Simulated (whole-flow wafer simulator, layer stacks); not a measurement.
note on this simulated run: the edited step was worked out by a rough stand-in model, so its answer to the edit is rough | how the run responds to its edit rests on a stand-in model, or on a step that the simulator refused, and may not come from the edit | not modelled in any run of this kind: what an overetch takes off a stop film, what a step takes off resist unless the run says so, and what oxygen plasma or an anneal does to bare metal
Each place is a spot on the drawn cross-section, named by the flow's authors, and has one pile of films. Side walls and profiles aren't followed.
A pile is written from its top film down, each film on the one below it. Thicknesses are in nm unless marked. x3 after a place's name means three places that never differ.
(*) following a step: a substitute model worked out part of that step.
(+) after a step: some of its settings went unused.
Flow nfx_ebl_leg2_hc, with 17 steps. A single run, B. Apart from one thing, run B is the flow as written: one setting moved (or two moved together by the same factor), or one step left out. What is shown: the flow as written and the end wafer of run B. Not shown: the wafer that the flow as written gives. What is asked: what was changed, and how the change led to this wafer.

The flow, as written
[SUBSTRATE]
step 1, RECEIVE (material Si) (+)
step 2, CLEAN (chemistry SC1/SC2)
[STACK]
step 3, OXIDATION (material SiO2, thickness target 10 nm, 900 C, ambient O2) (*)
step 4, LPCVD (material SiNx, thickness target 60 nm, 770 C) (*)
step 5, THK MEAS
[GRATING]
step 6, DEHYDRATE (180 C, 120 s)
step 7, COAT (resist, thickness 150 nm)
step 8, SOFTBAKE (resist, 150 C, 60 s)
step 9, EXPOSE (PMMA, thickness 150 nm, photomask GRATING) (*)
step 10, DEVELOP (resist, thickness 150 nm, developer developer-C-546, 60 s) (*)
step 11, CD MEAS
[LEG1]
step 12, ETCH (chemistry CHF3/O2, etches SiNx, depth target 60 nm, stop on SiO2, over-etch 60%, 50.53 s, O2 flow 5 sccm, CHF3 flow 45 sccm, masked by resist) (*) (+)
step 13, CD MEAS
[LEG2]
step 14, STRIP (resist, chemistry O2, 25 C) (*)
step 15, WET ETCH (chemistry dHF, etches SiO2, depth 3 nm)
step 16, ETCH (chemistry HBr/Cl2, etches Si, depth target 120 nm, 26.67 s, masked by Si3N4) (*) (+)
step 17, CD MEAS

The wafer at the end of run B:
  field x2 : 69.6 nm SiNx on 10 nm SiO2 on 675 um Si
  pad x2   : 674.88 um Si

What caused this: step 4, LPCVD: thickness target 81 nm was run, though the flow has thickness target 60 nm.

How this came from the change, step by step:
  step 4, LPCVD (material SiNx, thickness target 60 nm, 770 C) (*)
      field x2, pad x2: SiNx gains 81 (new film) (in the flow as written it would be: SiNx gains 60 (new film))
  step 12, ETCH (chemistry CHF3/O2, etches SiNx, depth target 60 nm, stop on SiO2, over-etch 60%, 50.53 s, O2 flow 5 sccm, CHF3 flow 45 sccm, masked by resist) (*) (+)
      pad x2: SiNx loses 81 (all of it), SiO2 loses 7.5 (in the flow as written it would be: SiNx loses 60 (all of it), SiO2 loses 10 (all of it))
  step 14, STRIP (resist, chemistry O2, 25 C) (*)
      pad x2: nothing (in the flow as written it would be: chemical SiO2 gains 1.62 (new film), Si loses 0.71)
  step 15, WET ETCH (chemistry dHF, etches SiO2, depth 3 nm)
      pad x2: SiO2 loses 2.5 (all of it) (in the flow as written it would be: chemical SiO2 loses 1.62 (all of it))
